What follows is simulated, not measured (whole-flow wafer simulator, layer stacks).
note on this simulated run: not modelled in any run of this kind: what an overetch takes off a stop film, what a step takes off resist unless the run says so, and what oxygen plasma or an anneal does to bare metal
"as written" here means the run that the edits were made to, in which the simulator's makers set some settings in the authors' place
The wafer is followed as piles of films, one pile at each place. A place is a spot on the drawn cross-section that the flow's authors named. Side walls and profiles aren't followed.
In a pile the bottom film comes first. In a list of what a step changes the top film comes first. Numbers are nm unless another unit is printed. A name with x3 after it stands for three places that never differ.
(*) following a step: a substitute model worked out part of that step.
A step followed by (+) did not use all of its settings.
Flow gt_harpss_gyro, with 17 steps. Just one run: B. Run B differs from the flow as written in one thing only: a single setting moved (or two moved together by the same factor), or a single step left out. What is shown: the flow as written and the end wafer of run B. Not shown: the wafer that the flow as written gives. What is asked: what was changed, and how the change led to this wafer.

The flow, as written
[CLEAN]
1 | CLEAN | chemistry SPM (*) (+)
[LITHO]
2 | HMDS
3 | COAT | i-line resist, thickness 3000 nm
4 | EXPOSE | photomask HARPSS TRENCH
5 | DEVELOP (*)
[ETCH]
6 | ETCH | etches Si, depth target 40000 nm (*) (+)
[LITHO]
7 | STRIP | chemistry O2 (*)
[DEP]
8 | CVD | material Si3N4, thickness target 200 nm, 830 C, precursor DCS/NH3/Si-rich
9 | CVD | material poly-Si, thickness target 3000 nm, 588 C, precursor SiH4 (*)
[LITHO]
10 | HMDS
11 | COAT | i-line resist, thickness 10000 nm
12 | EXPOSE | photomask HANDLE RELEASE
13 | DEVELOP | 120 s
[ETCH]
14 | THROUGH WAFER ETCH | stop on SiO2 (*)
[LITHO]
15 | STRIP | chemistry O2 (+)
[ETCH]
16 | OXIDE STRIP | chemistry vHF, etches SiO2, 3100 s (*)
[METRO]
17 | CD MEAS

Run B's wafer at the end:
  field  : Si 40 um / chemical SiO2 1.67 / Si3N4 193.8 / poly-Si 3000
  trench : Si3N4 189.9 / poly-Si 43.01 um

Cause: step 8, CVD: thickness target 193.8 nm was run, while the flow as written has thickness target 200 nm.
The wafer itself shows it: field has Si3N4 193.8, and step 8 as written asks for 200 nm.

How this came from the change, step by step:
  8 | CVD | material Si3N4, thickness target 200 nm, 830 C, precursor DCS/NH3/Si-rich
      field: Si3N4 gains 193.8 (new film) (in the flow as written it would be: Si3N4 gains 200 (new film))
      trench: Si3N4 gains 189.9 (new film) (in the flow as written it would be: Si3N4 gains 195.9 (new film))
